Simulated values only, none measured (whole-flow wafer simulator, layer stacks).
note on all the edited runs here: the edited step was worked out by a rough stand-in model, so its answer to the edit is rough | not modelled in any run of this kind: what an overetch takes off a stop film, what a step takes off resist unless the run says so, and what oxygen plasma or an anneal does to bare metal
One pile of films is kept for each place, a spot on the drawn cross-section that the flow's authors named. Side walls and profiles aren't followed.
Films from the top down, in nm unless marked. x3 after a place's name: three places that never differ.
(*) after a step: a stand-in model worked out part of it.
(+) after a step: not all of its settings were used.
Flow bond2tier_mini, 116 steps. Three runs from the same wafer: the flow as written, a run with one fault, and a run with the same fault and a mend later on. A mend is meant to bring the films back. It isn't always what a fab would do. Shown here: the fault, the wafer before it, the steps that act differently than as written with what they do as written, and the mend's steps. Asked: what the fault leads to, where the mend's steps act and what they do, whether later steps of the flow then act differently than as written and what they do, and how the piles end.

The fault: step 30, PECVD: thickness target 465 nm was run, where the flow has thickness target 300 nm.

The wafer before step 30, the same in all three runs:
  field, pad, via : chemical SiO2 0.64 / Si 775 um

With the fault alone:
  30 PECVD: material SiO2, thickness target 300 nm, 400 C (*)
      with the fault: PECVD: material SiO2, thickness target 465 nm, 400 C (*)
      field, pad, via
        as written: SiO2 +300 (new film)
        with the fault: SiO2 +465 (new film)
  No later step of the flow acts differently than as written at any place that is followed.
  At the end the piles differ from the flow's by more than 2% or 0.5 nm, whichever is larger, at field, pad.
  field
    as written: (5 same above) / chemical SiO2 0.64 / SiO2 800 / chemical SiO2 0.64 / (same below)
    with the fault: (5 same above) / chemical SiO2 0.64 / SiO2 965 / chemical SiO2 0.64 / (same below)
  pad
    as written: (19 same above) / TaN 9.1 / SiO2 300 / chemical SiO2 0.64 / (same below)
    with the fault: (19 same above) / TaN 9.1 / SiO2 465 / chemical SiO2 0.64 / (same below)

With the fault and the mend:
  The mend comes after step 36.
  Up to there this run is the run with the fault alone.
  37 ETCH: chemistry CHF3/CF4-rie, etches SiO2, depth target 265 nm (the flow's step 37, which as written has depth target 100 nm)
      pad, via
        SiO2 -265
      field
        KrF resist -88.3
  Later steps of the flow that act differently than as written:
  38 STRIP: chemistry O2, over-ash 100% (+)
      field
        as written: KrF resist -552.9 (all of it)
        with the mend: KrF resist -497.9 (all of it)
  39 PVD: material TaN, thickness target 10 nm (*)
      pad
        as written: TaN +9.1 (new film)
        with the mend: TaN +7.85 (new film)
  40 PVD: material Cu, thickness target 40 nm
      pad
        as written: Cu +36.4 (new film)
        with the mend: Cu +31.5 (new film)
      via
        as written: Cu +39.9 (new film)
        with the mend: Cu +38.1 (new film)
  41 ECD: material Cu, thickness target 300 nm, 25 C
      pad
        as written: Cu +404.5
        with the mend: Cu +575.7
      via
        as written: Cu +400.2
        with the mend: Cu +567.4
  At the end the piles differ from the flow's by more than 2% or 0.5 nm, whichever is larger, at field, pad.
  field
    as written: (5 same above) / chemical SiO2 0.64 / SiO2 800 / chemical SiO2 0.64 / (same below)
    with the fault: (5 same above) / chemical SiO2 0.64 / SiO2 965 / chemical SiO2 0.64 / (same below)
    with the mend: (5 same above) / chemical SiO2 0.64 / SiO2 965 / chemical SiO2 0.64 / (same below)
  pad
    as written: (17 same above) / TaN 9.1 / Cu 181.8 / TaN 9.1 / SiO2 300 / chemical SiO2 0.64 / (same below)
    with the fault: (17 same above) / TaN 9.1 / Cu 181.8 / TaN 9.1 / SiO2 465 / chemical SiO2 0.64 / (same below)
    with the mend: (17 same above) / TaN 9.1 / Cu 348 / TaN 7.85 / SiO2 300 / chemical SiO2 0.64 / (same below)
